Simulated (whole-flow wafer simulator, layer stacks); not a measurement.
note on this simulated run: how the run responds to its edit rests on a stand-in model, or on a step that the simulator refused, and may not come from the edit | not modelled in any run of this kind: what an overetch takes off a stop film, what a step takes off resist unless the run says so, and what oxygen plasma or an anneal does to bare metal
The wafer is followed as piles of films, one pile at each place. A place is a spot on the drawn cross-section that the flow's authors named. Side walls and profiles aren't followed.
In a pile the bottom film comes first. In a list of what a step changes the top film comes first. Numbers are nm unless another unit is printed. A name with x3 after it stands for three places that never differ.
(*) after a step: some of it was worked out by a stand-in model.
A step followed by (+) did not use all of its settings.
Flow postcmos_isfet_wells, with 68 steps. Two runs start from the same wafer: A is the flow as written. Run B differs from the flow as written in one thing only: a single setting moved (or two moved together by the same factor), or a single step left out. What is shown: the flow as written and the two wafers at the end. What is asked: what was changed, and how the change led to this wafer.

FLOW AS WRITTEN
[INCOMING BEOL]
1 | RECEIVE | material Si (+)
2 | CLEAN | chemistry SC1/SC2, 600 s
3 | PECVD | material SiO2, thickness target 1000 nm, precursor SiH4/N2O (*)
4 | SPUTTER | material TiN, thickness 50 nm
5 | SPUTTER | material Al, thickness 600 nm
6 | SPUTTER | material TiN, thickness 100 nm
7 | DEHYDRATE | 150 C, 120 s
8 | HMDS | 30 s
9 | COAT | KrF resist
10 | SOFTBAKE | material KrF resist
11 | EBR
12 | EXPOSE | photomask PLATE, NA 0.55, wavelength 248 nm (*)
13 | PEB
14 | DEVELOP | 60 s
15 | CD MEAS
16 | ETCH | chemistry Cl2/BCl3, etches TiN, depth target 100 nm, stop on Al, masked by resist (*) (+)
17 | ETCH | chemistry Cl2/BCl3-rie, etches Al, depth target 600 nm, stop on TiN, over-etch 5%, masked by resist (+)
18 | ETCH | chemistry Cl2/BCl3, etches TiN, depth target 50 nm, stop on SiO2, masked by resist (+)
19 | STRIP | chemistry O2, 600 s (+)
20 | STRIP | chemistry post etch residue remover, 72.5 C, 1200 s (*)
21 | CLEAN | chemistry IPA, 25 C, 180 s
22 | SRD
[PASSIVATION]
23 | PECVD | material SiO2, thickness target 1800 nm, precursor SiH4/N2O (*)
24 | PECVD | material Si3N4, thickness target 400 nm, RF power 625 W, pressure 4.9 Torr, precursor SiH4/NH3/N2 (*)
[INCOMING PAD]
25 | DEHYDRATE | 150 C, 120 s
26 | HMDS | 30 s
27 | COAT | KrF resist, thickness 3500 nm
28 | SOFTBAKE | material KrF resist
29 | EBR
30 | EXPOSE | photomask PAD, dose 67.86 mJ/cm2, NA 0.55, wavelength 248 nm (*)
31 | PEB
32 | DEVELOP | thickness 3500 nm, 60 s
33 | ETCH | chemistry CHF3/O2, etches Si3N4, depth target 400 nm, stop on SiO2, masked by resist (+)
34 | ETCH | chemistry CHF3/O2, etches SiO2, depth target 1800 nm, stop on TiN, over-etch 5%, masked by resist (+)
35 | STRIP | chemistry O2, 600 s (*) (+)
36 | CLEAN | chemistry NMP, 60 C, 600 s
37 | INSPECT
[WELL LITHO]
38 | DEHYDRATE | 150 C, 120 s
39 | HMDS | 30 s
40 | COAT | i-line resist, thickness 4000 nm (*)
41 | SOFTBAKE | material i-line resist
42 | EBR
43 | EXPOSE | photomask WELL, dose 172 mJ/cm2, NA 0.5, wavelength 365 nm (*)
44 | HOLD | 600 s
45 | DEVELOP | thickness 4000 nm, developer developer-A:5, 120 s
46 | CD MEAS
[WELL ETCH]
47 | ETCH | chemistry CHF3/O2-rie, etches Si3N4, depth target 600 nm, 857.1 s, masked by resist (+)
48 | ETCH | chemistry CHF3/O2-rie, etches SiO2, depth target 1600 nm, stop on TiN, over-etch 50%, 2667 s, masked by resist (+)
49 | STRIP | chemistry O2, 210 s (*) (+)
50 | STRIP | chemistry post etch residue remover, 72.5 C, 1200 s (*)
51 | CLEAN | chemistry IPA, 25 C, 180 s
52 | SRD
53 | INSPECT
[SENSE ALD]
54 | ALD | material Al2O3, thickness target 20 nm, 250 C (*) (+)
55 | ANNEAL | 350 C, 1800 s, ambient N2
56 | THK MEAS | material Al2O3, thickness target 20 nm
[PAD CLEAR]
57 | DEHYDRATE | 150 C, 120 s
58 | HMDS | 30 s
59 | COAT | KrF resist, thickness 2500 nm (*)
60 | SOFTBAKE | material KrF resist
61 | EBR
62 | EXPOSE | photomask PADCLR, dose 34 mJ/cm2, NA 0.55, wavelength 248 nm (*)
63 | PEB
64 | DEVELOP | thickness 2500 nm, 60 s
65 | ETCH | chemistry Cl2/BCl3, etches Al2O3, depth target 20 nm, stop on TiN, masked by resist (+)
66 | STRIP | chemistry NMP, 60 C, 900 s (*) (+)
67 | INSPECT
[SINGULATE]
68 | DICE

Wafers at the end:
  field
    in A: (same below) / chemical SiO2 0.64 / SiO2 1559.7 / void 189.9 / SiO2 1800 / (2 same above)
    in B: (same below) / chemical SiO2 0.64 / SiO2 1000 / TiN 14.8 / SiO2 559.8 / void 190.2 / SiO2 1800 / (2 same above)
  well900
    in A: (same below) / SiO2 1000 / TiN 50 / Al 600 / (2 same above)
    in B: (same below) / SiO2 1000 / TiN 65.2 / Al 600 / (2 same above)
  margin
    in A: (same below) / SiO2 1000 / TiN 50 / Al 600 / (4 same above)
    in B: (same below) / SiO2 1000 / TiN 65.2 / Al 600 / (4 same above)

Cause: step 4, SPUTTER: thickness 65.2 nm was run, though the flow has thickness 50 nm.
The wafer lets one read it off: well900 has TiN 65.2, and step 4 as written asks for 50 nm.

The path from the change to this, step by step:
  4 | SPUTTER | material TiN, thickness 50 nm
      field, margin, well900, well1300 x3, pad_rim, pad_clr, pad_open: A +50 TiN (new film) | B +65.2 TiN (new film)
  18 | ETCH | chemistry Cl2/BCl3, etches TiN, depth target 50 nm, stop on SiO2, masked by resist (+)
      field: A -50 TiN (all of it) | B -50 TiN
  23 | PECVD | material SiO2, thickness target 1800 nm, precursor SiH4/N2O (*)
      field: A +1800 SiO2 (new film), +189.9 void (new film), +559.7 SiO2 | B +1800 SiO2 (new film), +190.2 void (new film), +559.8 SiO2 (new film)
Taking metal films that touch as one body, field has 1 body; the flow as written gives 0 bodies.
